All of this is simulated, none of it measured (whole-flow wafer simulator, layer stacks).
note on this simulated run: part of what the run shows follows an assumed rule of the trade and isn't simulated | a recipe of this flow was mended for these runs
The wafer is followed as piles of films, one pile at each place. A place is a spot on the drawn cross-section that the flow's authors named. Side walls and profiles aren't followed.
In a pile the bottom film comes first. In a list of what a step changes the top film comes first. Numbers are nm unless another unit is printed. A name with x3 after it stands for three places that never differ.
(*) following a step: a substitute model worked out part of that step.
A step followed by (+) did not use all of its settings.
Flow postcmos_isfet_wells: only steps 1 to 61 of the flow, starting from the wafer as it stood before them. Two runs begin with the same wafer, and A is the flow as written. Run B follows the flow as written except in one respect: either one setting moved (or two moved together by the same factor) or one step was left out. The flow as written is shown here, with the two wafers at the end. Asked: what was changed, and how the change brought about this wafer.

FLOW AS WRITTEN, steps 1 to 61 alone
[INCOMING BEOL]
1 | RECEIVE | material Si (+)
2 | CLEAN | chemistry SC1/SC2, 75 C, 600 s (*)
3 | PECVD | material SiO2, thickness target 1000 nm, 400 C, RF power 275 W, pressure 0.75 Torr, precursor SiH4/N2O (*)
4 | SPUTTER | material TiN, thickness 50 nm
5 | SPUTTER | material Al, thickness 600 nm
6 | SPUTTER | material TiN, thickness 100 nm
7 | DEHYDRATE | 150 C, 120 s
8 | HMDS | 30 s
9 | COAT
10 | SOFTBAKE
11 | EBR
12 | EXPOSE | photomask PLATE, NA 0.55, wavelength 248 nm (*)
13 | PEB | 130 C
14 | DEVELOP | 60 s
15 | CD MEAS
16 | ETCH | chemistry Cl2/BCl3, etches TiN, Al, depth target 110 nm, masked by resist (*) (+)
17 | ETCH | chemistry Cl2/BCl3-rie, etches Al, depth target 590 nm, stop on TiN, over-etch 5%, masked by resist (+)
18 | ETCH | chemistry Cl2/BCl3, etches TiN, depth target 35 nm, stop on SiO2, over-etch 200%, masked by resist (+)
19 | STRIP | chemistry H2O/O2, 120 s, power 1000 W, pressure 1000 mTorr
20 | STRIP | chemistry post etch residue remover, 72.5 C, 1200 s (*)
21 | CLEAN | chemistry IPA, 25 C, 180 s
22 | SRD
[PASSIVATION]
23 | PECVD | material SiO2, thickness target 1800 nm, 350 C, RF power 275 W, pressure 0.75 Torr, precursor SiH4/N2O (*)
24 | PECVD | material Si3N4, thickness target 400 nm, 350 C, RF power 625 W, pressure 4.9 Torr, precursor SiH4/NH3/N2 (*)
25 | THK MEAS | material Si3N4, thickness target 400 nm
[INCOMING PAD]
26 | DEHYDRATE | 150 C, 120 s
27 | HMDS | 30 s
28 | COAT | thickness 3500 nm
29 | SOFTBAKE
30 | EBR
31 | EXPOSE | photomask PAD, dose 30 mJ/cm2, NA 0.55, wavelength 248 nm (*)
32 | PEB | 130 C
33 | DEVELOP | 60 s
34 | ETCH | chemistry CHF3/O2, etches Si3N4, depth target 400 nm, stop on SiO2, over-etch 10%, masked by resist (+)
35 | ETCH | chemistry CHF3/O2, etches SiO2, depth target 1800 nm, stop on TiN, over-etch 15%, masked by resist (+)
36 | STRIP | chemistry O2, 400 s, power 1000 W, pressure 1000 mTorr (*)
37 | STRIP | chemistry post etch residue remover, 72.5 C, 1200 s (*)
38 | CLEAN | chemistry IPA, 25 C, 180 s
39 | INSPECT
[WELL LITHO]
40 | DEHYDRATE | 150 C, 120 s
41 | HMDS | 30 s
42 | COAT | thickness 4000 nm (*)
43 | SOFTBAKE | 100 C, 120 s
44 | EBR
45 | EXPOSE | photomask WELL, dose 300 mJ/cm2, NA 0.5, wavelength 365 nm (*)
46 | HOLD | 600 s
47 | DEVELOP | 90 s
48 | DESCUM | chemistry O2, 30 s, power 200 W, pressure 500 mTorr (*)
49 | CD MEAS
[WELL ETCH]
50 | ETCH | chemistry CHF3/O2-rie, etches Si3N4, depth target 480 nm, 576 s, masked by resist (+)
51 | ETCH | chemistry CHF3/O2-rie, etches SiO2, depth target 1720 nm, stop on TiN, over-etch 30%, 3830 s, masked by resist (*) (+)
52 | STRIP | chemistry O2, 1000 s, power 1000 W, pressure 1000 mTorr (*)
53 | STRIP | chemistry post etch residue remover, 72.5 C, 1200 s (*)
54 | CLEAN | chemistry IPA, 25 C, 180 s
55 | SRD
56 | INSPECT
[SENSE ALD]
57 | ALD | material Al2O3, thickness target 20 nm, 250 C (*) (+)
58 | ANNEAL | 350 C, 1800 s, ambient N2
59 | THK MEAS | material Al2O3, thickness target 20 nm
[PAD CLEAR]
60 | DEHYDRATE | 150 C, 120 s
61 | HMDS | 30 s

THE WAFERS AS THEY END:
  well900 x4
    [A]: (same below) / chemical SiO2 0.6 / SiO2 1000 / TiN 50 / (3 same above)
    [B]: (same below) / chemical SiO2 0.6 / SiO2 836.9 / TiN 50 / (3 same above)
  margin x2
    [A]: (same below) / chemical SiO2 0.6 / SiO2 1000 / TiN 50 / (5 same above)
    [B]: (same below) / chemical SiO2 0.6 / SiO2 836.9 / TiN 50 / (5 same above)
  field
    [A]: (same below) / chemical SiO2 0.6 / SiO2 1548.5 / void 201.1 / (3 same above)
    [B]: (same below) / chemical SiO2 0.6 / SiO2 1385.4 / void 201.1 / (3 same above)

What caused this: step 3, PECVD: RF power 192 W was run, whereas the flow has RF power 275 W.

Step by step, how the change led to this:
  3 | PECVD | material SiO2, thickness target 1000 nm, 400 C, RF power 275 W, pressure 0.75 Torr, precursor SiH4/N2O (*)
      field, margin x2, well900 x4, pad_clr, pad_open: A SiO2 gains 1000 (new film) | B SiO2 gains 836.9 (new film)
